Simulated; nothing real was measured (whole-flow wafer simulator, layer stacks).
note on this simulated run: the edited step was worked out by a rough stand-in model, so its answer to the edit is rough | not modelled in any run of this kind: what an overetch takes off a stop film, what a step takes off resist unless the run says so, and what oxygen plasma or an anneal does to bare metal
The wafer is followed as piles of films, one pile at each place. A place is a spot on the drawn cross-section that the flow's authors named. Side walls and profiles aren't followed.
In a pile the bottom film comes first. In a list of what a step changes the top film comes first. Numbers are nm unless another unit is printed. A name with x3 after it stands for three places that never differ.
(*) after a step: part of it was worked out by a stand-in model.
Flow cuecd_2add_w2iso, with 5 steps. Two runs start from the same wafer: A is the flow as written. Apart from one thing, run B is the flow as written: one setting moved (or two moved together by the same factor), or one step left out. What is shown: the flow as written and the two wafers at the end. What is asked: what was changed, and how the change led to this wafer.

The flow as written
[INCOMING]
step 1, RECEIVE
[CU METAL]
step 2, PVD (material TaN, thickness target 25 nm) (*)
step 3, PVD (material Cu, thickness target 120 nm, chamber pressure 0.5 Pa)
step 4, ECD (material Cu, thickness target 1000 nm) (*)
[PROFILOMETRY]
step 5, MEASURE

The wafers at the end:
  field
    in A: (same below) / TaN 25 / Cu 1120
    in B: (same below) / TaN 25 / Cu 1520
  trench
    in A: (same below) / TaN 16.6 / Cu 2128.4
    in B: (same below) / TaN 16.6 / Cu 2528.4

The reason: step 4, ECD: thickness target 1400 nm was run, while the flow as written has thickness target 1000 nm.

Step by step, how the change led to this:
  step 4, ECD (material Cu, thickness target 1000 nm) (*)
      field: A Cu gains 1000 | B Cu gains 1400
      trench: A Cu gains 2047.6 | B Cu gains 2447.6
